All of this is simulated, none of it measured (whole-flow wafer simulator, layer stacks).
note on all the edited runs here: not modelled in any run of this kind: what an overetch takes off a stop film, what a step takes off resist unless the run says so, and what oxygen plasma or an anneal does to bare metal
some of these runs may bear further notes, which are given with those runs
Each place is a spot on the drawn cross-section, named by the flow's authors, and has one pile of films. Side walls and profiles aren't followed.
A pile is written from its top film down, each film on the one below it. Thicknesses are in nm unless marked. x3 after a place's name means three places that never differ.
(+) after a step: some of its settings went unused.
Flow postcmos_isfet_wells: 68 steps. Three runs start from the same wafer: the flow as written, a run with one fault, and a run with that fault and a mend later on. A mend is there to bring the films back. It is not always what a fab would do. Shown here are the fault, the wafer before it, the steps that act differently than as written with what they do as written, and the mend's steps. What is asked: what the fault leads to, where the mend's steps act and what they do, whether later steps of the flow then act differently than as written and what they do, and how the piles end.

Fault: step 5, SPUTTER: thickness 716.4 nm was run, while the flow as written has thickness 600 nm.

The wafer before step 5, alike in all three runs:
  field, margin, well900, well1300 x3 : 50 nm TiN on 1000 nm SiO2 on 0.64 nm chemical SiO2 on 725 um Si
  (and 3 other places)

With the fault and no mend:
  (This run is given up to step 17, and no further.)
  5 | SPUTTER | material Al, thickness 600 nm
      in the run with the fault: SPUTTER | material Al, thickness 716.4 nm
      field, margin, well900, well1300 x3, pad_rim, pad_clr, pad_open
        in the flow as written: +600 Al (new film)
        in the run with the fault: +716.4 Al (new film)
  Steps further on in the flow that do not act as written:
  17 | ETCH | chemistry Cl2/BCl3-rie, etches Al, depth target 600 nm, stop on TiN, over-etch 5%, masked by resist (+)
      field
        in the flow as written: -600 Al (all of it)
        in the run with the fault: -600 Al
  The piles after step 17 differ from the flow's at field, margin, well900, well1300 x3, pad_rim, pad_clr, pad_open by more than 2% or 0.5 nm, whichever is larger.
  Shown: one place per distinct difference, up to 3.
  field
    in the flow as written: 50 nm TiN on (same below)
    in the run with the fault: 116.4 nm Al on 50 nm TiN on (same below)
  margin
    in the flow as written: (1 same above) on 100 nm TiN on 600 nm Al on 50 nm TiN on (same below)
    in the run with the fault: (1 same above) on 100 nm TiN on 716.4 nm Al on 50 nm TiN on (same below)

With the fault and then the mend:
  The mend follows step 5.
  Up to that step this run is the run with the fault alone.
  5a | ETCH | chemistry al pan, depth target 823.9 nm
      field, margin, well900, well1300 x3, pad_rim, pad_clr, pad_open
        -716.4 Al (all of it)
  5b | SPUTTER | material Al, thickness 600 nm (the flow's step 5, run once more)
      field, margin, well900, well1300 x3, pad_rim, pad_clr, pad_open
        +600 Al (new film)
  Later steps of the flow that are run all act as written at every place that is followed.
  The piles end the same as the flow's at every place that both follow.
